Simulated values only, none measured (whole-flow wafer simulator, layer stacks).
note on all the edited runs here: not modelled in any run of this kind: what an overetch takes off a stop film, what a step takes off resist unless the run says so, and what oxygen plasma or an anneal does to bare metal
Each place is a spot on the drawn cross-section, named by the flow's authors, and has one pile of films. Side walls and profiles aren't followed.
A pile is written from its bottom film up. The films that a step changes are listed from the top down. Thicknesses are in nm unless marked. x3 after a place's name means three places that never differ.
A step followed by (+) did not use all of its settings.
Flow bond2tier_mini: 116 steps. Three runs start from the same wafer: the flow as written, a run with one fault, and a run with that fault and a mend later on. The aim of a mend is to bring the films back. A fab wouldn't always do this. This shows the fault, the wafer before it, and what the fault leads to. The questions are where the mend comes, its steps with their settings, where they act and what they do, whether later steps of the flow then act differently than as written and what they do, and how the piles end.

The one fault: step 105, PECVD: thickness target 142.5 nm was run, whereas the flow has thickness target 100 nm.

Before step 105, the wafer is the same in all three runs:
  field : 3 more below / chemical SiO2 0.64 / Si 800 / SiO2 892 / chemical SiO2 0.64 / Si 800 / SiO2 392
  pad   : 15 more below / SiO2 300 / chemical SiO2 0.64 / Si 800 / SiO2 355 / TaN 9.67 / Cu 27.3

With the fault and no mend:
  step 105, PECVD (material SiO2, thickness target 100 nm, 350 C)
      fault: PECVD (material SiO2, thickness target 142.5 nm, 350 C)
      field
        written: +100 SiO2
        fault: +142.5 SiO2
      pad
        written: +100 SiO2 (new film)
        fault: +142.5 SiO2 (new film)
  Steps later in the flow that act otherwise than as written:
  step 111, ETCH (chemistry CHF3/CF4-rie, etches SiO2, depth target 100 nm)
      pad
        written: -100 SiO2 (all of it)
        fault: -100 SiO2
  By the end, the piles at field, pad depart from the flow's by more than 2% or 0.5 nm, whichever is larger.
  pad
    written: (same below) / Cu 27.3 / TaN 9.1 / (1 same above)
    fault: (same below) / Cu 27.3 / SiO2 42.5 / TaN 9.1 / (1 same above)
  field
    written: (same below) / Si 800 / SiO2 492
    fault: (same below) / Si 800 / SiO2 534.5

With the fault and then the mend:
  The mend stands after step 110.
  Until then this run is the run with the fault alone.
  step 111, ETCH (chemistry CHF3/CF4-rie, etches SiO2, depth target 142.5 nm) (the flow's step 111; as written it has depth target 100 nm)
      field
        -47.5 KrF resist
      pad
        -142.5 SiO2 (all of it)
  Steps later in the flow that act otherwise than as written (not shown: 1 more step that differs only slightly, by at most 2% or 0.5 nm, whichever is larger):
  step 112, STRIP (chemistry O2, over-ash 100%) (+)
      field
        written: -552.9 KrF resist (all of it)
        mend: -538.8 KrF resist (all of it)
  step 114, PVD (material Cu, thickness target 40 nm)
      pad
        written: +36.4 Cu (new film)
        mend: +35 Cu (new film)
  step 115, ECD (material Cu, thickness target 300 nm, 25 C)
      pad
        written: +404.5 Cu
        mend: +448.8 Cu
  By the end, the piles at field, pad depart from the flow's by more than 2% or 0.5 nm, whichever is larger.
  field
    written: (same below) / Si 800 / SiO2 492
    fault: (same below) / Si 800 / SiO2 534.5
    mend: (same below) / Si 800 / SiO2 534.5
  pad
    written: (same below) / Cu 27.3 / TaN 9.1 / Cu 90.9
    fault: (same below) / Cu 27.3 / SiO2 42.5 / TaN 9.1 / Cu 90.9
    mend: (same below) / Cu 27.3 / TaN 8.75 / Cu 133.8
